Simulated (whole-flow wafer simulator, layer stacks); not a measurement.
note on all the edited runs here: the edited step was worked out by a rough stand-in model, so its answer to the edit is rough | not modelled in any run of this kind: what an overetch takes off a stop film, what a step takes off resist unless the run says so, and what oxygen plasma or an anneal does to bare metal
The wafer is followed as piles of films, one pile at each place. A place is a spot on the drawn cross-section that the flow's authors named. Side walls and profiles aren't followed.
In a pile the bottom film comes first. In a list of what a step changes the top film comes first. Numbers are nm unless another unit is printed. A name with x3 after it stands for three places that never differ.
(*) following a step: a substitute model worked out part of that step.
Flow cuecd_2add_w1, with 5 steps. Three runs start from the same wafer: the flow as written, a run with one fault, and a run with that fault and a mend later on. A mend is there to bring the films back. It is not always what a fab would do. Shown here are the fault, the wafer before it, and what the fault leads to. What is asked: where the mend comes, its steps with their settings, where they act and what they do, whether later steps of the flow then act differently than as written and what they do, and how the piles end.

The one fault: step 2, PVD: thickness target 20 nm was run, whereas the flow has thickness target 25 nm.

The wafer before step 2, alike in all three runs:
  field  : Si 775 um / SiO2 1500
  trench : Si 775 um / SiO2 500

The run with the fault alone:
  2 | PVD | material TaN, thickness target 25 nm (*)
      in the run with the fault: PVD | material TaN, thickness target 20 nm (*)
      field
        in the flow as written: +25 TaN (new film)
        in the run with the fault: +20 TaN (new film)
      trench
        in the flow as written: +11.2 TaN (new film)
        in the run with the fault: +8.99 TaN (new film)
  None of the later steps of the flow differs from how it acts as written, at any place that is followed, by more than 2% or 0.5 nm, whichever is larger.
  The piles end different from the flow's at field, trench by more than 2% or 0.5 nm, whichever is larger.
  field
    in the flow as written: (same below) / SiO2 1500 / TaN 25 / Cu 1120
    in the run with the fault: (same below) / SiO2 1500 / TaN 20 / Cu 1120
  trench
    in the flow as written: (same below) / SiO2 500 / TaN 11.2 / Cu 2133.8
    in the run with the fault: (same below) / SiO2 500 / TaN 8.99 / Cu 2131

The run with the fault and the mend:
  The mend stands after step 2.
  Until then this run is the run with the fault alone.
  2a | PVD | material TaN, thickness target 5 nm (*) (the flow's step 2, run once more with other settings)
      field
        +5 TaN
      trench
        +2.2 TaN
  None of the later steps of the flow acts differently than as written at any place that is followed.
  By the end, the piles equal the flow's at every place that both follow.
